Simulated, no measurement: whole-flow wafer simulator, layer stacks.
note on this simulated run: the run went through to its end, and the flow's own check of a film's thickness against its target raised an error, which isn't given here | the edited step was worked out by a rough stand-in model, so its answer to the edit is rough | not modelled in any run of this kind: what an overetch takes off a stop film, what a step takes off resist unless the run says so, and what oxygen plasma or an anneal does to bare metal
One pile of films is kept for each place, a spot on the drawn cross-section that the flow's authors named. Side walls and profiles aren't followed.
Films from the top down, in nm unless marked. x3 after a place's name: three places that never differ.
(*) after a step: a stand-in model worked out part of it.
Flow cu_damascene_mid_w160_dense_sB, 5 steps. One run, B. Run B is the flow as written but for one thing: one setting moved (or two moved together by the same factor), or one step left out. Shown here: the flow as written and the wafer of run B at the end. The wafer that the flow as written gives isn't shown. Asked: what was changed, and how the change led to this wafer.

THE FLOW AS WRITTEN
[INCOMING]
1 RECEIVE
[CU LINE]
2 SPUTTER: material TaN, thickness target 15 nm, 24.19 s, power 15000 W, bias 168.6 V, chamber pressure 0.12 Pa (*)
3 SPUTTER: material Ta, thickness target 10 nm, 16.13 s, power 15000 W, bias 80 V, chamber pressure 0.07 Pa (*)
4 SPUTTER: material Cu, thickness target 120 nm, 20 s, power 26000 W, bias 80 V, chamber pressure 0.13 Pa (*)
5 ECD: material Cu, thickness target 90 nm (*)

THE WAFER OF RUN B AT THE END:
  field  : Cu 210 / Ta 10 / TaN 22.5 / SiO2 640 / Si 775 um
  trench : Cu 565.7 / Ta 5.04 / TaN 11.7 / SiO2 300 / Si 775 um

The cause: step 2, SPUTTER: 36.29 s was run, where the flow has 24.19 s.

How the change led to this, step by step:
  2 SPUTTER: material TaN, thickness target 15 nm, 24.19 s, power 15000 W, bias 168.6 V, chamber pressure 0.12 Pa (*)
      field: TaN +22.5 (new film) (as written it would be: TaN +15 (new film))
      trench: TaN +11.7 (new film) (as written it would be: TaN +7.82 (new film))
